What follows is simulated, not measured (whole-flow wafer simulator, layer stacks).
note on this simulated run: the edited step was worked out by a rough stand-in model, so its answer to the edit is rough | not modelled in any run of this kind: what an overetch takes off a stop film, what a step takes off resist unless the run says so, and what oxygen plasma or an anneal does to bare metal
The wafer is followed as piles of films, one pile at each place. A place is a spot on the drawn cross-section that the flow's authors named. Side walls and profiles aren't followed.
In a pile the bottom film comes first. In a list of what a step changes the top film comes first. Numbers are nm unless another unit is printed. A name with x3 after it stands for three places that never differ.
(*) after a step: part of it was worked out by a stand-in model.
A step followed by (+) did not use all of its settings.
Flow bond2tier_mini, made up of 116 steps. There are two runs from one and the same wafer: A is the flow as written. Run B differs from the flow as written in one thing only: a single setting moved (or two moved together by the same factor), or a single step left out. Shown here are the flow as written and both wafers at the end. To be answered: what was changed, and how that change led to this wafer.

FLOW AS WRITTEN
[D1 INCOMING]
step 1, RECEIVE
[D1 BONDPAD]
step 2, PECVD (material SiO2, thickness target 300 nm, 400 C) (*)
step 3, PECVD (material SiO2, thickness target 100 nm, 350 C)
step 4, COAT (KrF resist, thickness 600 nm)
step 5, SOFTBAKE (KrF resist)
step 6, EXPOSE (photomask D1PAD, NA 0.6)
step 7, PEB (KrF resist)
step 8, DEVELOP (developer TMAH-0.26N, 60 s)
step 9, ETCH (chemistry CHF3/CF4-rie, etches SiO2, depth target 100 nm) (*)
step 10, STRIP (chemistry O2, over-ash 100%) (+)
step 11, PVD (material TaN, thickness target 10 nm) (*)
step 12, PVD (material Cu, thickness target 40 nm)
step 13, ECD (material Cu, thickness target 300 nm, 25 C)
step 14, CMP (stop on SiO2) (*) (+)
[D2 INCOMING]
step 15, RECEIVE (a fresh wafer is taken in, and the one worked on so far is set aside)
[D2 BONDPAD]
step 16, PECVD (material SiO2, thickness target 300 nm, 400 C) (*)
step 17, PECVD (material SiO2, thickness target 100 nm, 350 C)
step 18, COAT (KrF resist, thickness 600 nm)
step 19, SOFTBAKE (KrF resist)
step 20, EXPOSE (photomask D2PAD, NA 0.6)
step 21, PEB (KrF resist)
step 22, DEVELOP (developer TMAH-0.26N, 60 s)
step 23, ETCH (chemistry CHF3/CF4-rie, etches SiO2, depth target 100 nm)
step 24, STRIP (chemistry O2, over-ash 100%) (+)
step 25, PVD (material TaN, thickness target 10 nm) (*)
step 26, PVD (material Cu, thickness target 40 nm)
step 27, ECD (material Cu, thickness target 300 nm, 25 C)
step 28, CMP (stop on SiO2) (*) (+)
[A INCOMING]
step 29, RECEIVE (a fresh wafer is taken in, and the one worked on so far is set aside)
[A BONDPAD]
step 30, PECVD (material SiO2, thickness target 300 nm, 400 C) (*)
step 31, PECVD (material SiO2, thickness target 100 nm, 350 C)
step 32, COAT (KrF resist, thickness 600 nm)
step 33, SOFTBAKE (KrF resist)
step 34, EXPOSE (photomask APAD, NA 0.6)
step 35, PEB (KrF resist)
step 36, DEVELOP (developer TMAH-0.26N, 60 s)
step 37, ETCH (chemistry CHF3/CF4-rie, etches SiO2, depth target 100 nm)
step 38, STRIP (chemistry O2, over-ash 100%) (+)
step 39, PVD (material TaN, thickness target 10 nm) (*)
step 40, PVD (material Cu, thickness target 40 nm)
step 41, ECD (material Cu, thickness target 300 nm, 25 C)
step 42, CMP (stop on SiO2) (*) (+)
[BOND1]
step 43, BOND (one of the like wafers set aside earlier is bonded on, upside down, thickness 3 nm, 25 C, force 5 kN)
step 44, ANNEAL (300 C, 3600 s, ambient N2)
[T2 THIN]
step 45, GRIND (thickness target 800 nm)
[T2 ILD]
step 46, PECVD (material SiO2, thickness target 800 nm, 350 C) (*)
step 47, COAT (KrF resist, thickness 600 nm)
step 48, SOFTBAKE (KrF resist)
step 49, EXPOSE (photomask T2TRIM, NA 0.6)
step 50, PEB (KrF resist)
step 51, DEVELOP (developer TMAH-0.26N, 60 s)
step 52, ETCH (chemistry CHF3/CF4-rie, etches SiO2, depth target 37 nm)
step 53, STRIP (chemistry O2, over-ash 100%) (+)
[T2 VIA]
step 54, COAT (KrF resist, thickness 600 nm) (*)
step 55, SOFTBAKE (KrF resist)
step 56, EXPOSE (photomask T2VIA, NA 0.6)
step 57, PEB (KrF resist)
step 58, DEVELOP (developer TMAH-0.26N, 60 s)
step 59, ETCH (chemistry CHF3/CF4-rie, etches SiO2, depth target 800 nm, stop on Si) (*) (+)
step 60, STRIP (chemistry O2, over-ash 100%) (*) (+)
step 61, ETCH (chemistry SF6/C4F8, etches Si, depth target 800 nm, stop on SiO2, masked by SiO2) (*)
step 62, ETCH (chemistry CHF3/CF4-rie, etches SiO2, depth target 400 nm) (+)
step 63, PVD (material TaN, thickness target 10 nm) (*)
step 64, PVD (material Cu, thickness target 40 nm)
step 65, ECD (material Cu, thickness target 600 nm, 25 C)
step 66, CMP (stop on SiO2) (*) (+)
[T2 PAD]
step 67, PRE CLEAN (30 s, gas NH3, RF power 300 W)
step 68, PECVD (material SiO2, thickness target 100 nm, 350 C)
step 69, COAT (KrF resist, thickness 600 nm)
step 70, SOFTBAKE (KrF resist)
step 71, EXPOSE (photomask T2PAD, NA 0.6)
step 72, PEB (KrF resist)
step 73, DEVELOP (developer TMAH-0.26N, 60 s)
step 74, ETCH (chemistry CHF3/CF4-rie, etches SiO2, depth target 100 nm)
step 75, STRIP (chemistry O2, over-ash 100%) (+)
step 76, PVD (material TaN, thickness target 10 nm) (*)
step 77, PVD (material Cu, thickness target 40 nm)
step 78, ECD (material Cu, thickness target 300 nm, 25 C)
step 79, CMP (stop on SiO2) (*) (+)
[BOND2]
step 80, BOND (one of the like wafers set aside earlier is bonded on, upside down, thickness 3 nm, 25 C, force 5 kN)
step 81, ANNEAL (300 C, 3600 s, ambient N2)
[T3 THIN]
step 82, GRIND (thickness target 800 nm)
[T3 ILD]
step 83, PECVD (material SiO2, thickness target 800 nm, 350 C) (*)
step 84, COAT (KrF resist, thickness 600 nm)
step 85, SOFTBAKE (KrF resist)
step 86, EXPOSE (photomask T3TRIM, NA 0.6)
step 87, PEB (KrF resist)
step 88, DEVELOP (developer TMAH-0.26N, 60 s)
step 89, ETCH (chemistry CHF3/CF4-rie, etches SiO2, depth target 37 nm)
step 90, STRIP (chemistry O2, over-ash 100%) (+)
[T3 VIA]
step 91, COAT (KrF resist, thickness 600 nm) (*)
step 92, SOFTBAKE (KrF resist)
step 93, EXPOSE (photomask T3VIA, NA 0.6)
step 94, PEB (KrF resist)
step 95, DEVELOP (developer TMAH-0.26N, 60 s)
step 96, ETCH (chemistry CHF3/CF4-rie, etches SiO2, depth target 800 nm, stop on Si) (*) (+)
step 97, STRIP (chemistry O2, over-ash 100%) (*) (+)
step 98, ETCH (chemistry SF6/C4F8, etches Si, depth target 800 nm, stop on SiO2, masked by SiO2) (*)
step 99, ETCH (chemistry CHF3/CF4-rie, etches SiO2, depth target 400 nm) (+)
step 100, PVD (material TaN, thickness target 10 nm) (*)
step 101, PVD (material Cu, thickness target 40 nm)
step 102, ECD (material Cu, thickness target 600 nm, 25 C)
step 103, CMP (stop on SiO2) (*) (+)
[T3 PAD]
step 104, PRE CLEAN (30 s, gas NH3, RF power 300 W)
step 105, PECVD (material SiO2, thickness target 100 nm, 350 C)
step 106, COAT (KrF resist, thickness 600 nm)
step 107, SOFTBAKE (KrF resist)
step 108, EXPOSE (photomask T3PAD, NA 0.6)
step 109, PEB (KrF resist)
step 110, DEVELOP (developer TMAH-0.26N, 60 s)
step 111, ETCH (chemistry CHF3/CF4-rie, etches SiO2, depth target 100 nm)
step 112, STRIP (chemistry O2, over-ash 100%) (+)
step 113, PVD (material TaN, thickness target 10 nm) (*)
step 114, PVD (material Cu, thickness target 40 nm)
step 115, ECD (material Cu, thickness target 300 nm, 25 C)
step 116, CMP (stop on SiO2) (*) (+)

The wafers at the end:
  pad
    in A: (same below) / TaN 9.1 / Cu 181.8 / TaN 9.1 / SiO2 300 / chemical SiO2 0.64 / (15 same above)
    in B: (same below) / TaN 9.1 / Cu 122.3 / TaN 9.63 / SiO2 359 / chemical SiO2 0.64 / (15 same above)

Cause: step 9, ETCH: depth target 41 nm was run, whereas the flow has depth target 100 nm.

How this came from the change, step by step:
  step 9, ETCH (chemistry CHF3/CF4-rie, etches SiO2, depth target 100 nm) (*)
      pad, via: A -100 SiO2 | B -41 SiO2
      field: A -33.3 KrF resist | B -13.7 KrF resist
  step 10, STRIP (chemistry O2, over-ash 100%) (+)
      field: A -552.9 KrF resist (all of it) | B -572.6 KrF resist (all of it)
  step 11, PVD (material TaN, thickness target 10 nm) (*)
      pad: A +9.1 TaN (new film) | B +9.63 TaN (new film)
  step 12, PVD (material Cu, thickness target 40 nm)
      pad: A +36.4 Cu (new film) | B +38.5 Cu (new film)
  step 13, ECD (material Cu, thickness target 300 nm, 25 C)
      pad: A +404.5 Cu | B +342.9 Cu
      via: A +400.2 Cu | B +341 Cu
  step 43, BOND (one of the like wafers set aside earlier is bonded on, upside down, thickness 3 nm, 25 C, force 5 kN)
      pad: A +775 um Si (new film), +0.64 chemical SiO2 (new film), +300 SiO2 (new film), +9.1 TaN (new film), +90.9 Cu | B +775 um Si (new film), +0.64 chemical SiO2 (new film), +359 SiO2 (new film), +9.63 TaN (new film), +31.4 Cu
      via: A +775 um Si (new film), +0.64 chemical SiO2 (new film), +300 SiO2 (new film), +9.97 TaN (new film), +90 Cu | B +775 um Si (new film), +0.64 chemical SiO2 (new film), +359 SiO2 (new film), +10 TaN (new film), +31 Cu
